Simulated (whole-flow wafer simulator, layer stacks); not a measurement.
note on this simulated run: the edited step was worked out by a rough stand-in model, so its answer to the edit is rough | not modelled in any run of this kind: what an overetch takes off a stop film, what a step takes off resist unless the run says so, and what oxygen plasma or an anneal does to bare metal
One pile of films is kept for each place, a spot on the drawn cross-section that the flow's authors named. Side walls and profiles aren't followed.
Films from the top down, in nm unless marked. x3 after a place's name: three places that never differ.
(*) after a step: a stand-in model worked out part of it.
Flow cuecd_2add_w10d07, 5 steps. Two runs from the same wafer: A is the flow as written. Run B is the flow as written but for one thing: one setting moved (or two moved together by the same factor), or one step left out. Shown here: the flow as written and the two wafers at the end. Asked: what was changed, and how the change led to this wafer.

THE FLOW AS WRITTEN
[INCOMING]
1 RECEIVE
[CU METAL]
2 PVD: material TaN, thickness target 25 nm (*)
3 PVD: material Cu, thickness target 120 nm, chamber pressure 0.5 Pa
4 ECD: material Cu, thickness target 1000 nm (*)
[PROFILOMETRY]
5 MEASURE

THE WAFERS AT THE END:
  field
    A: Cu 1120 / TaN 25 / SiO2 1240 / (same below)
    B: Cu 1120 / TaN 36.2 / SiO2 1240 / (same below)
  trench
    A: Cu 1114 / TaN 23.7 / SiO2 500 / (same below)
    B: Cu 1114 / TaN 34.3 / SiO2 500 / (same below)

The cause: step 2, PVD: thickness target 36.2 nm was run, where the flow has thickness target 25 nm.
It can be read off the wafer: field has TaN 36.2, and step 2 as written asks for 25 nm.

How the change led to this, step by step:
  2 PVD: material TaN, thickness target 25 nm (*)
      field: A TaN +25 (new film) | B TaN +36.2 (new film)
      trench: A TaN +23.7 (new film) | B TaN +34.3 (new film)
